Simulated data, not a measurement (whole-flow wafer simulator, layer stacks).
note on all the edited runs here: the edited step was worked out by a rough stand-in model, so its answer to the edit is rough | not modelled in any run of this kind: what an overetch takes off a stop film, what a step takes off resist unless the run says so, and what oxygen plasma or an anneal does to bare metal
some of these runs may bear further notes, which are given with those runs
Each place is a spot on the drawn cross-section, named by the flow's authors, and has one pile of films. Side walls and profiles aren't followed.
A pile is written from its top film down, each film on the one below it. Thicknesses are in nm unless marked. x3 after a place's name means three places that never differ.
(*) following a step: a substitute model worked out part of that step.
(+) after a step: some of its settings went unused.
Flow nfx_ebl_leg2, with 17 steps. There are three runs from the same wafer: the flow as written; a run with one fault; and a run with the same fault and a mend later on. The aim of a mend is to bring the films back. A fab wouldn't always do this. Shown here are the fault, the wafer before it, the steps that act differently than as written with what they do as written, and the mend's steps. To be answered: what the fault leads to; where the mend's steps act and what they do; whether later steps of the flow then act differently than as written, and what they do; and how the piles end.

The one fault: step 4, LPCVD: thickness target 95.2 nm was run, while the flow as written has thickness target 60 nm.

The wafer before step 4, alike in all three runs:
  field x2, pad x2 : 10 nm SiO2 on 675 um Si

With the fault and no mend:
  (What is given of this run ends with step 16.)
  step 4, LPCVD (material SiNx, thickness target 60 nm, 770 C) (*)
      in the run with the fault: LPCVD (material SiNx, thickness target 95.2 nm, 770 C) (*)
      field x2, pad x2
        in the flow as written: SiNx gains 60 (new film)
        in the run with the fault: SiNx gains 95.2 (new film)
  Later steps of the flow acting differently than as written:
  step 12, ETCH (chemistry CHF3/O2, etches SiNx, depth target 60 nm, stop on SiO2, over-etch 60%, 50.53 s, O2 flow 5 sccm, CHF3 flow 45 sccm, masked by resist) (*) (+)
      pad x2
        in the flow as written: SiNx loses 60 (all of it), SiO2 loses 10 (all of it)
        in the run with the fault: SiNx loses 95.2 (all of it), SiO2 loses 0.4
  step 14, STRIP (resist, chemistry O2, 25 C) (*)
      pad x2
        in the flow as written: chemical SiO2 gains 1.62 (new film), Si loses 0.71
        in the run with the fault: nothing
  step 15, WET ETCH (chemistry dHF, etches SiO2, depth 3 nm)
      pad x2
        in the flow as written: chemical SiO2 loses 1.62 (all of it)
        in the run with the fault: SiO2 loses 3
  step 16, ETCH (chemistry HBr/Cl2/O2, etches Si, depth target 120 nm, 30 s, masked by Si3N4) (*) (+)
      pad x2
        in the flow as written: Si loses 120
        in the run with the fault: SiO2 loses 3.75
  The piles after step 16 differ from the flow's at field x2, pad x2 by more than 2% or 0.5 nm, whichever is larger.
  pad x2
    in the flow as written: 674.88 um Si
    in the run with the fault: 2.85 nm SiO2 on 675 um Si
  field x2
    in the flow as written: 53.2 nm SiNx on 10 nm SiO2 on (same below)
    in the run with the fault: 88.4 nm SiNx on 10 nm SiO2 on (same below)

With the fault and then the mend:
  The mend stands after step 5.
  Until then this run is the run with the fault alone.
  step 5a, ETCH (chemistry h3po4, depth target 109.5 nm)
      field x2, pad x2
        SiNx loses 95.2 (all of it)
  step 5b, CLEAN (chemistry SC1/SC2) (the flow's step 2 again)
      alters no film at any place that is followed
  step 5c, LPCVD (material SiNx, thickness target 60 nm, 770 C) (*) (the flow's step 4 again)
      field x2, pad x2
        SiNx gains 60 (new film)
  Every later step of the flow that is run acts as written at every place that is followed.
  By the end, the piles equal the flow's at every place that both follow.
